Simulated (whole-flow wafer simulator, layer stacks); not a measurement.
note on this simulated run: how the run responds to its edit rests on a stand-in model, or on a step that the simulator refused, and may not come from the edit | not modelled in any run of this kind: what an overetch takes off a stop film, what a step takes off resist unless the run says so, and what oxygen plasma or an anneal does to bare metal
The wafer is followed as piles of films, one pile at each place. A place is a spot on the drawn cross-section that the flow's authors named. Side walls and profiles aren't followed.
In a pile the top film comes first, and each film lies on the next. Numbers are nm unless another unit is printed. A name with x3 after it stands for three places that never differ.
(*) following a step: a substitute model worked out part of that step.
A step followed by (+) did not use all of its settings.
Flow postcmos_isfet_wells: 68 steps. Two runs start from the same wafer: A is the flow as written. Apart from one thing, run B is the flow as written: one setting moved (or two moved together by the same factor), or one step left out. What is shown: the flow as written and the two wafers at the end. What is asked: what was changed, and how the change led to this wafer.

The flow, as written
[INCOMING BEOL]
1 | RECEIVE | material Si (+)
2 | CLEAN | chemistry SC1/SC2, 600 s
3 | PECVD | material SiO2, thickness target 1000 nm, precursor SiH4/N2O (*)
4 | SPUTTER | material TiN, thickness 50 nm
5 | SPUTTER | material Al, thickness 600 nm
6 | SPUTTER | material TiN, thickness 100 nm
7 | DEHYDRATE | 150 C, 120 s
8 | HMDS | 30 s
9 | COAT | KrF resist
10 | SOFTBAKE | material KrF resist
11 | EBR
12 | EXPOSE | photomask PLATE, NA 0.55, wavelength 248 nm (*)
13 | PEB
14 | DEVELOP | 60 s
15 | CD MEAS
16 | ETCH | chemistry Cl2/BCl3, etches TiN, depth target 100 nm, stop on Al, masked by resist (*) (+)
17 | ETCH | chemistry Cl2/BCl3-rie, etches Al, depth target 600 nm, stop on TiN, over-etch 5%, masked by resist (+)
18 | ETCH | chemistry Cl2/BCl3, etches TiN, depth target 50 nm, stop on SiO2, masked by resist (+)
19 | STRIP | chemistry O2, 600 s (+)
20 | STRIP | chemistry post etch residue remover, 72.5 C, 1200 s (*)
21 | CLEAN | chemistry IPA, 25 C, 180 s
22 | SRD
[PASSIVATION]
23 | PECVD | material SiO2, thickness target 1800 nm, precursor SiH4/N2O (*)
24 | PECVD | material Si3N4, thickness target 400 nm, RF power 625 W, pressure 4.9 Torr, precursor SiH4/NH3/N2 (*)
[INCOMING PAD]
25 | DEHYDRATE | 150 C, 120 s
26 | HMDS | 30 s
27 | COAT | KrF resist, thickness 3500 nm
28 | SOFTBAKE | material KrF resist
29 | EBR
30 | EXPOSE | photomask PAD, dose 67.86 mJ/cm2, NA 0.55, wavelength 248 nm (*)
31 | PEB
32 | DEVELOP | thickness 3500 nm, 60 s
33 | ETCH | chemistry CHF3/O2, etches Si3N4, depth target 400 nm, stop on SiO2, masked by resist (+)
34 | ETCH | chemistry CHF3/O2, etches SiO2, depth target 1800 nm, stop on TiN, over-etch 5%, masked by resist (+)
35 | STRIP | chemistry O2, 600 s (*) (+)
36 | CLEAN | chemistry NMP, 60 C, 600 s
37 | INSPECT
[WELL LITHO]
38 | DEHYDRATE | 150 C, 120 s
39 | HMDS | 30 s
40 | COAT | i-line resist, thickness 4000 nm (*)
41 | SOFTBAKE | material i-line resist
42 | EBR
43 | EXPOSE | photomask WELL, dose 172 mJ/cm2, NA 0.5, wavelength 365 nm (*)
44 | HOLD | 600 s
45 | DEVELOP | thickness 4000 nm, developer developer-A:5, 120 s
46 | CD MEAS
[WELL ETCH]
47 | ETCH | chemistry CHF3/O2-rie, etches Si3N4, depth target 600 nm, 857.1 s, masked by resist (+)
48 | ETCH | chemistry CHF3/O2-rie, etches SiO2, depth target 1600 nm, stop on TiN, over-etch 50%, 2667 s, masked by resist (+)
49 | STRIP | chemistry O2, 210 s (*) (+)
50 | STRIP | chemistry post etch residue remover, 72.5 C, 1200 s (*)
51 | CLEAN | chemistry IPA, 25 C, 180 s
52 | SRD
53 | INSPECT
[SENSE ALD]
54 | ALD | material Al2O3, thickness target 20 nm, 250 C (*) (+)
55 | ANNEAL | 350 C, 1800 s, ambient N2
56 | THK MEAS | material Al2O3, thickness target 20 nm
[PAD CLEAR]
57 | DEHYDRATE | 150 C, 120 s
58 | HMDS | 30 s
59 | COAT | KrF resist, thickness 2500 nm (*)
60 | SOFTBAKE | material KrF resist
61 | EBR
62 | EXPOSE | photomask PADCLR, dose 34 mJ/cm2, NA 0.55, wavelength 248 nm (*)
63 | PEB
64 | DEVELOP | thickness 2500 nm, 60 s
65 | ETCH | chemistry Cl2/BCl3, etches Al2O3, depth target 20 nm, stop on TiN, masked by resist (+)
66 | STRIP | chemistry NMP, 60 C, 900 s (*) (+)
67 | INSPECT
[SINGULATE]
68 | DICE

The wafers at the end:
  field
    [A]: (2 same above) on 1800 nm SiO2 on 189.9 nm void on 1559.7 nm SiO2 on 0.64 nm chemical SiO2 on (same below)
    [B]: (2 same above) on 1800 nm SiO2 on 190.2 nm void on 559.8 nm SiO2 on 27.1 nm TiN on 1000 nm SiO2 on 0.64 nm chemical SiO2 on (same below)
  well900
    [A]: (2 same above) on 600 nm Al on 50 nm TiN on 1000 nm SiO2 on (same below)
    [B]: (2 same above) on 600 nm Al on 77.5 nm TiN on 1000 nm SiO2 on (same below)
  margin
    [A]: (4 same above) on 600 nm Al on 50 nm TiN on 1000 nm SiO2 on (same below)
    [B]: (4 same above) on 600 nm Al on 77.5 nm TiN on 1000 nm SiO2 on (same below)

Cause: step 4, SPUTTER: thickness 77.5 nm was run, while the flow as written has thickness 50 nm.
The wafer lets one read it off: well900 has TiN 77.5, and step 4 as written asks for 50 nm.

The path from the change to this, step by step:
  4 | SPUTTER | material TiN, thickness 50 nm
      field, margin, well900, well1300 x3, pad_rim, pad_clr, pad_open: A TiN gains 50 (new film) | B TiN gains 77.5 (new film)
  18 | ETCH | chemistry Cl2/BCl3, etches TiN, depth target 50 nm, stop on SiO2, masked by resist (+)
      field: A TiN loses 50 (all of it) | B TiN loses 50
  23 | PECVD | material SiO2, thickness target 1800 nm, precursor SiH4/N2O (*)
      field: A SiO2 gains 1800 (new film), void gains 189.9 (new film), SiO2 gains 559.7 | B SiO2 gains 1800 (new film), void gains 190.2 (new film), SiO2 gains 559.8 (new film)
Taking metal films that touch as one body, field has 1 body; the flow as written gives 0 bodies.
